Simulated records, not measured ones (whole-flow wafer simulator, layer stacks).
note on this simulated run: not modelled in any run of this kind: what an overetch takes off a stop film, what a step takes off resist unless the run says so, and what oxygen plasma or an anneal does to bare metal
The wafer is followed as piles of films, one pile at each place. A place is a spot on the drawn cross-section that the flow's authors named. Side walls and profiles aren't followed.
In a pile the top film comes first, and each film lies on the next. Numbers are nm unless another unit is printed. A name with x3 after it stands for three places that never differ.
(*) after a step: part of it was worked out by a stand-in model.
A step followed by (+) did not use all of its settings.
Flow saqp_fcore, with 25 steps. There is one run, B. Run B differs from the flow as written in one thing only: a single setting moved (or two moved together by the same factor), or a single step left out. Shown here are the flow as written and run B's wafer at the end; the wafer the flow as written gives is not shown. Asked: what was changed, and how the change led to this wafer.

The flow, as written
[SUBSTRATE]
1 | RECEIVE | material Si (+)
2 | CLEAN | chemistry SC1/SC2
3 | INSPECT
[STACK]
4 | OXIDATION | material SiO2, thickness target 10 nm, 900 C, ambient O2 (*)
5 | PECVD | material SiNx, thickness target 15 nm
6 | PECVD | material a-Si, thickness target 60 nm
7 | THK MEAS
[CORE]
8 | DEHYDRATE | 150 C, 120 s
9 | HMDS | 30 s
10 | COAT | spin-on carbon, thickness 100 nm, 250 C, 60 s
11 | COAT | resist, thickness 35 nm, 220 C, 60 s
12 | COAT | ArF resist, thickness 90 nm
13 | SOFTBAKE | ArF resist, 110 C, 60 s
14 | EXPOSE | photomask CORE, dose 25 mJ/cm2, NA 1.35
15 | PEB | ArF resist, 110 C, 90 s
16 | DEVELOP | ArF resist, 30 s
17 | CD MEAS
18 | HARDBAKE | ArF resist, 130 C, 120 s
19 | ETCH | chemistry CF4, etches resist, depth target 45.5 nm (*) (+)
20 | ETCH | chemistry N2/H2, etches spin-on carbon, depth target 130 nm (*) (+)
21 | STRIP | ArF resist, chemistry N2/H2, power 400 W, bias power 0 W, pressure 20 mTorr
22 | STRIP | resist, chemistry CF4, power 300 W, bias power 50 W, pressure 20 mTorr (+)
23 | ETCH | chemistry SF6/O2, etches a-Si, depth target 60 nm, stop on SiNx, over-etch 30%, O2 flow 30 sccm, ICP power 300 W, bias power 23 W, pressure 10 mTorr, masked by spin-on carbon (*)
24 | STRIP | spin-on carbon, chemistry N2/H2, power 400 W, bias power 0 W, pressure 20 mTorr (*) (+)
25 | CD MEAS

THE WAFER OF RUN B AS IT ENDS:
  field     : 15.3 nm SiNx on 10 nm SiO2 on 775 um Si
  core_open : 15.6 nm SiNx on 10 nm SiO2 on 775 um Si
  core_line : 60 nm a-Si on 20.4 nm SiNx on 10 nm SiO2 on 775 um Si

Cause: step 5, PECVD: thickness target 20.4 nm was run, whereas the flow has thickness target 15 nm.
The wafer itself shows it: core_line has SiNx 20.4, and step 5 as written asks for 15 nm.

How this came from the change, step by step:
  5 | PECVD | material SiNx, thickness target 15 nm
      field, core_open, core_line: +20.4 SiNx (new film) (as written it would have been: +15 SiNx (new film))
